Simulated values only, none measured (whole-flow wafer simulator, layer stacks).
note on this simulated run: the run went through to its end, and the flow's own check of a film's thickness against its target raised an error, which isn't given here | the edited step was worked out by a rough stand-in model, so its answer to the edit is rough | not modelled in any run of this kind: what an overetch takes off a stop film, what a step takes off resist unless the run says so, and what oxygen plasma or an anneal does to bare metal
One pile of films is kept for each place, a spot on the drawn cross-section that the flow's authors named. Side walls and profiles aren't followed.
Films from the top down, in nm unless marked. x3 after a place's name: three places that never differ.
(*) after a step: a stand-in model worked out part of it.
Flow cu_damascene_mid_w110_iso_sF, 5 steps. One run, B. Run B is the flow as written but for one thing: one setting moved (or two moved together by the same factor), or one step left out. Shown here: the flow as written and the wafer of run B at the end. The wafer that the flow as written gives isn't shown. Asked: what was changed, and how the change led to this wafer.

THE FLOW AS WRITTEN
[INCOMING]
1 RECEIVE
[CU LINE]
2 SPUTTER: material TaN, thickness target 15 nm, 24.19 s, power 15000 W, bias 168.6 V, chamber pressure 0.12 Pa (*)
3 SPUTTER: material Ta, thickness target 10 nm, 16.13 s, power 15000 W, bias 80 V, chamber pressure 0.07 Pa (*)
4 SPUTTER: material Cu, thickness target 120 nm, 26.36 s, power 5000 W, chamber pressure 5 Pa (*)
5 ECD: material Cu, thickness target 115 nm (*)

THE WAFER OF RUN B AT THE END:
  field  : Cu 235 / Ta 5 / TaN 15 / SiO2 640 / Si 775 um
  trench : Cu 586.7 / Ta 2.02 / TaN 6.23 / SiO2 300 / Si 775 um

The cause: step 3, SPUTTER: thickness target 5 nm was run, where the flow has thickness target 10 nm.
It can be read off the wafer: field has Ta 5, and step 3 as written asks for 10 nm.

How the change led to this, step by step:
  3 SPUTTER: material Ta, thickness target 10 nm, 16.13 s, power 15000 W, bias 80 V, chamber pressure 0.07 Pa (*)
      field: Ta +5 (new film) (as written it would be: Ta +10 (new film))
      trench: Ta +2.02 (new film) (as written it would be: Ta +4.05 (new film))
